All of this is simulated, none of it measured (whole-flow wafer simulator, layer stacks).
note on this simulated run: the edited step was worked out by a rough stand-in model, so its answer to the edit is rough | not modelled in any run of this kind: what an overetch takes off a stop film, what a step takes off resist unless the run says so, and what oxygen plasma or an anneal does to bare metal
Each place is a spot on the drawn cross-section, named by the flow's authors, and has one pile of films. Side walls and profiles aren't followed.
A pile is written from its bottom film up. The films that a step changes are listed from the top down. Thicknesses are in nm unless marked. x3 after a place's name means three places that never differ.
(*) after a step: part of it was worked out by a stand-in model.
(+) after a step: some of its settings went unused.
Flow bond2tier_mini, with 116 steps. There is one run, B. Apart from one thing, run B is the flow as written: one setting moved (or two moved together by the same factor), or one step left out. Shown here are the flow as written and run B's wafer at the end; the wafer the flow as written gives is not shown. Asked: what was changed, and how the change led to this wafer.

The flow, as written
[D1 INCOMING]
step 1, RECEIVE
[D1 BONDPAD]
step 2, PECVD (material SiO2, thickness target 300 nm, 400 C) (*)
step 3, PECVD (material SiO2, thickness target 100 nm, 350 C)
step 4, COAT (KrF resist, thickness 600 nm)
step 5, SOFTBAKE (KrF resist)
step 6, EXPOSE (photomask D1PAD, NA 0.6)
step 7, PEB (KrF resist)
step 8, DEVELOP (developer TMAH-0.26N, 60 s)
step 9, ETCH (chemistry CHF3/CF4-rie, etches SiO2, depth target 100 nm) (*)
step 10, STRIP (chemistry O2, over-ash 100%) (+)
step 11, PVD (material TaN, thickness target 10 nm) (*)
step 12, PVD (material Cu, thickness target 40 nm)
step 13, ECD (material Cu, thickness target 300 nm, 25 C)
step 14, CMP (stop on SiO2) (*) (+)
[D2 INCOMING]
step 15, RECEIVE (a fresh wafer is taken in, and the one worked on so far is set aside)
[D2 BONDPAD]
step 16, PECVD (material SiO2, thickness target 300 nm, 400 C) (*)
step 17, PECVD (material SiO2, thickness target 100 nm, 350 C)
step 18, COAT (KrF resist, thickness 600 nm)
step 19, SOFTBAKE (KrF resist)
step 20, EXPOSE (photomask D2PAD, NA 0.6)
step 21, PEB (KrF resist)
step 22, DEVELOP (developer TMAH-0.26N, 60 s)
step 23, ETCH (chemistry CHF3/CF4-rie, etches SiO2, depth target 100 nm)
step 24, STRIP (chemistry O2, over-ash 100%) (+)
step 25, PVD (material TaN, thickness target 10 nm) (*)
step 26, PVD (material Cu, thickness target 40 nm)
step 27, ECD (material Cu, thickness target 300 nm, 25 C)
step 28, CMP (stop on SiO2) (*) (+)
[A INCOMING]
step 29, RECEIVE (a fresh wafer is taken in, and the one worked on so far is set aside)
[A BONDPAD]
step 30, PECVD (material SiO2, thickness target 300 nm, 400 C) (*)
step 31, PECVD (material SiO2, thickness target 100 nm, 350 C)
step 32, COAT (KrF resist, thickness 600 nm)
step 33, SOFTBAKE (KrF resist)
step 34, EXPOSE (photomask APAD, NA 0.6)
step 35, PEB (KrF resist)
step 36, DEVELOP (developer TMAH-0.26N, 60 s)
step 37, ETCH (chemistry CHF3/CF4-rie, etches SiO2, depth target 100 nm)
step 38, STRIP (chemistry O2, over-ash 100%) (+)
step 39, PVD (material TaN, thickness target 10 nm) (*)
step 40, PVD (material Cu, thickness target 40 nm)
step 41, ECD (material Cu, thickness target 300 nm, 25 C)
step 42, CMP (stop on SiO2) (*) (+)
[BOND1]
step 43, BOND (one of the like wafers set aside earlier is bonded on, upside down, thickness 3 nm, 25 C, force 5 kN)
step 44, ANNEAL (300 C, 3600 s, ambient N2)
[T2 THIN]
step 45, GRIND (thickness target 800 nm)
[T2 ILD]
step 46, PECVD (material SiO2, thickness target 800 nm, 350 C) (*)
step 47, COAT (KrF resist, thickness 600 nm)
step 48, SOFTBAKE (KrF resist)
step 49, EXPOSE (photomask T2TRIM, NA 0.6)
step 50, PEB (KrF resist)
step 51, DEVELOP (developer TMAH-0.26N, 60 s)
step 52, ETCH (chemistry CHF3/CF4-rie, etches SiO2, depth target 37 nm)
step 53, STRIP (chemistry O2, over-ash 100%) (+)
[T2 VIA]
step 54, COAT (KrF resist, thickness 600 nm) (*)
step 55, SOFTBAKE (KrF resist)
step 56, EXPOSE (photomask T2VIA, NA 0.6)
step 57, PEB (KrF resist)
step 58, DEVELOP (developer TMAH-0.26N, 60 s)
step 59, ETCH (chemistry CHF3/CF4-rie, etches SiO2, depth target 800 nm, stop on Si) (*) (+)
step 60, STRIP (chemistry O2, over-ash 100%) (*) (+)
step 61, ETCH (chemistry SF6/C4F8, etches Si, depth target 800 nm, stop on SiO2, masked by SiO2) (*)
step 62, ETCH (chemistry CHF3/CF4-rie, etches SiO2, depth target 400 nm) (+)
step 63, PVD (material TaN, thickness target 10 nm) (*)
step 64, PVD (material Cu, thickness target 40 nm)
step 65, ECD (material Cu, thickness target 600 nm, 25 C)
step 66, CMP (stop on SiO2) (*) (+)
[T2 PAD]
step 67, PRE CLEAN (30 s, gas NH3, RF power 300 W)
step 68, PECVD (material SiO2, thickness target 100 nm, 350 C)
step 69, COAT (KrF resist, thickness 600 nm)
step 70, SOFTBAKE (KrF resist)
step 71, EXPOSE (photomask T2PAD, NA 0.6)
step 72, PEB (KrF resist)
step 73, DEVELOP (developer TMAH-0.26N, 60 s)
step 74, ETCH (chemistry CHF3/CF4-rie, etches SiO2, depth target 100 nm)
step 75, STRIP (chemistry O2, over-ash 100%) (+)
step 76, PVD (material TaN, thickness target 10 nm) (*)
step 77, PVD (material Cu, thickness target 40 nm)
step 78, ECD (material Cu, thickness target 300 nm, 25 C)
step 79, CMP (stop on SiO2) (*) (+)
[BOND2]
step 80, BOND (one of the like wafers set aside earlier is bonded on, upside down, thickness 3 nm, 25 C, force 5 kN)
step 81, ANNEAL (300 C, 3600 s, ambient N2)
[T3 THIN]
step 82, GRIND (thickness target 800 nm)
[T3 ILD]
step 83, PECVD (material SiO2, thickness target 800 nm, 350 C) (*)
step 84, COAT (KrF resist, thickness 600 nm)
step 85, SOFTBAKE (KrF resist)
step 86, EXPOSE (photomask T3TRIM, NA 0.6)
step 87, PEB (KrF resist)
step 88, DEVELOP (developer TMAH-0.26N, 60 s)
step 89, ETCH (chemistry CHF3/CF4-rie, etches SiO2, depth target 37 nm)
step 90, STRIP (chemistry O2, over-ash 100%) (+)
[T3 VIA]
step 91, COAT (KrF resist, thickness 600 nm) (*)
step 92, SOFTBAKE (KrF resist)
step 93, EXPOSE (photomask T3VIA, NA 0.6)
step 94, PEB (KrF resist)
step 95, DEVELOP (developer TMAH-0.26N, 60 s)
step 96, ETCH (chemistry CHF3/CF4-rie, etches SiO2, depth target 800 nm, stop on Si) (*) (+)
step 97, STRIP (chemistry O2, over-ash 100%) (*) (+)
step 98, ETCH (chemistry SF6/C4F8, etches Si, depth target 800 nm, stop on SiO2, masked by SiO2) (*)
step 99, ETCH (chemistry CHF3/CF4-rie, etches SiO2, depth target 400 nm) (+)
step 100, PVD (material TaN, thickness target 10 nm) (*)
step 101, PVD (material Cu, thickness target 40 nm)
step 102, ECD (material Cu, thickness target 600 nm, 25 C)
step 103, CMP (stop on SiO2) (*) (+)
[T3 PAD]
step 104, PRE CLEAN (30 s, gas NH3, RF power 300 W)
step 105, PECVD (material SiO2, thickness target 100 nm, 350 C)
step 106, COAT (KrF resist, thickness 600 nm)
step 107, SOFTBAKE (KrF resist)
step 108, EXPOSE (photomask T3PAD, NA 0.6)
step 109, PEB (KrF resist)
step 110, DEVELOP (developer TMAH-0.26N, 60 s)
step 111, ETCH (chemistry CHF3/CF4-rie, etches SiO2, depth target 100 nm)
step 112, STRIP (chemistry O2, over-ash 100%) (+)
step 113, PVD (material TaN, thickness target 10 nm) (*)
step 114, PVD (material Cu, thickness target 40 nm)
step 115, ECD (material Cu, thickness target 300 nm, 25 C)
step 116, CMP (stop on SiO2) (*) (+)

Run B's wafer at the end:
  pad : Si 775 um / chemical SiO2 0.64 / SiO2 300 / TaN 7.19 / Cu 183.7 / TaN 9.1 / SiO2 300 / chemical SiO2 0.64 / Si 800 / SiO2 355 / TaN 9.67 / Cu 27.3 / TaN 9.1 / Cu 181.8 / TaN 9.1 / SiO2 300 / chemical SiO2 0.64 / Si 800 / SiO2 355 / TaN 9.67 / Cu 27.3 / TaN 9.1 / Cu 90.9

The reason: step 39, PVD: thickness target 7.9 nm was run, whereas the flow has thickness target 10 nm.

The path from the change to this, step by step:
  step 39, PVD (material TaN, thickness target 10 nm) (*)
      field: +7.9 TaN (new film) (it would be, as written: +10 TaN (new film))
      pad: +7.19 TaN (new film) (it would be, as written: +9.1 TaN (new film))
      (and at 1 other place as well)
  step 42, CMP (stop on SiO2) (*) (+)
      field: -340 Cu (all of it), -7.9 TaN (all of it) (it would be, as written: -340 Cu (all of it), -10 TaN (all of it))
